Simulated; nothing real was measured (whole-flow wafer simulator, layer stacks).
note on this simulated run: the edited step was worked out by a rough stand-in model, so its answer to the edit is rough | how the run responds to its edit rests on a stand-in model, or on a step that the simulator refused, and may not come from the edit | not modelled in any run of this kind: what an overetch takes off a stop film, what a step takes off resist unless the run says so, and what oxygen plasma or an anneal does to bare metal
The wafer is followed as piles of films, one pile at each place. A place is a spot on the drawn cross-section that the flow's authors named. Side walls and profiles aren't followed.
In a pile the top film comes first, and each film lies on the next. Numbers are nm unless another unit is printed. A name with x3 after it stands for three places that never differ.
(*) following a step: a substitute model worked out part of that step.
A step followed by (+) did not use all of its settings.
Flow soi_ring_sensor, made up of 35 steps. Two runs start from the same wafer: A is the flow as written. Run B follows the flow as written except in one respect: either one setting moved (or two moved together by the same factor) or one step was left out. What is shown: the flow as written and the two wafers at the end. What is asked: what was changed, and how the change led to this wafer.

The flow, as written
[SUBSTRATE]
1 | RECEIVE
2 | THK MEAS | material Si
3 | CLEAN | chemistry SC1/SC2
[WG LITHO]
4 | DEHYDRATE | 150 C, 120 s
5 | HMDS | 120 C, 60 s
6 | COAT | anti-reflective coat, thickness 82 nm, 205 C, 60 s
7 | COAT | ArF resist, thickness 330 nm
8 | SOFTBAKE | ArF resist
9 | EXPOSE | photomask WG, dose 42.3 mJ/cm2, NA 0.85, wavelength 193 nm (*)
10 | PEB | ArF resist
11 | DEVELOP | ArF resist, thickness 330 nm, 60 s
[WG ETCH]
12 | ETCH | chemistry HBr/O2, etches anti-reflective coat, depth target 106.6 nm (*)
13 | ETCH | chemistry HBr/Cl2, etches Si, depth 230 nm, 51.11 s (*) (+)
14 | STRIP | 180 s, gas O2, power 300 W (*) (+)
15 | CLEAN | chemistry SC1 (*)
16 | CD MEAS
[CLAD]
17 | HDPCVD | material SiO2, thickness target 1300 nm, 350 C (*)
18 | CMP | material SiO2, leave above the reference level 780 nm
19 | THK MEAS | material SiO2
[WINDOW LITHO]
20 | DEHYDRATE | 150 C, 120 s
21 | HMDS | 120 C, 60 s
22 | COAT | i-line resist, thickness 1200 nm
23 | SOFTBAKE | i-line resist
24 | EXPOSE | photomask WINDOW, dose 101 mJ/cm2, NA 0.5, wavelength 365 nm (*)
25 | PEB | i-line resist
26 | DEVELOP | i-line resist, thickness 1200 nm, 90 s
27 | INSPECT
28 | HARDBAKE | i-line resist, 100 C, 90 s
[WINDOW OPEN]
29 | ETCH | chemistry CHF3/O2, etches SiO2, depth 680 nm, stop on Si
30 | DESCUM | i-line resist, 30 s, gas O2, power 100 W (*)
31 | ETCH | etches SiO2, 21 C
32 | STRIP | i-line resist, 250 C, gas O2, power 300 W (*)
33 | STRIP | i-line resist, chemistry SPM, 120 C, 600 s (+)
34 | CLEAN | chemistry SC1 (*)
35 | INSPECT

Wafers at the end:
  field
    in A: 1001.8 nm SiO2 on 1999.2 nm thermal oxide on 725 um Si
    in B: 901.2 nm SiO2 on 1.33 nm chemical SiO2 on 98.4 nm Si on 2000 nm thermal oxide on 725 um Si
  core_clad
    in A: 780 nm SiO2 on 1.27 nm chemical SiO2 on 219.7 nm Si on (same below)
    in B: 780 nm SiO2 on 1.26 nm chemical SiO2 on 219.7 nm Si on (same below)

What caused this: step 13, ETCH: depth 121 nm was run, though the flow has depth 230 nm; step 13, ETCH: 26.83 s was run, where the flow has 51.11 s.

How this came from the change, step by step:
  13 | ETCH | chemistry HBr/Cl2, etches Si, depth 230 nm, 51.11 s (*) (+)
      gap, window, field, gap_clad: A -220 Si (all of it), -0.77 thermal oxide | B -121 Si
      core, core_clad: A -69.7 ArF resist | B -36.6 ArF resist
  14 | STRIP | 180 s, gas O2, power 300 W (*) (+)
      gap, window, field, gap_clad: A nothing | B +1.33 chemical SiO2 (new film), -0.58 Si
      core, core_clad: A -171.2 ArF resist (all of it), -82 anti-reflective coat (all of it), +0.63 chemical SiO2, -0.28 Si | B -204.3 ArF resist (all of it), -82 anti-reflective coat (all of it), +0.62 chemical SiO2, -0.27 Si
  18 | CMP | material SiO2, leave above the reference level 780 nm
      gap, window, field, gap_clad: A -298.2 SiO2 | B -398.8 SiO2
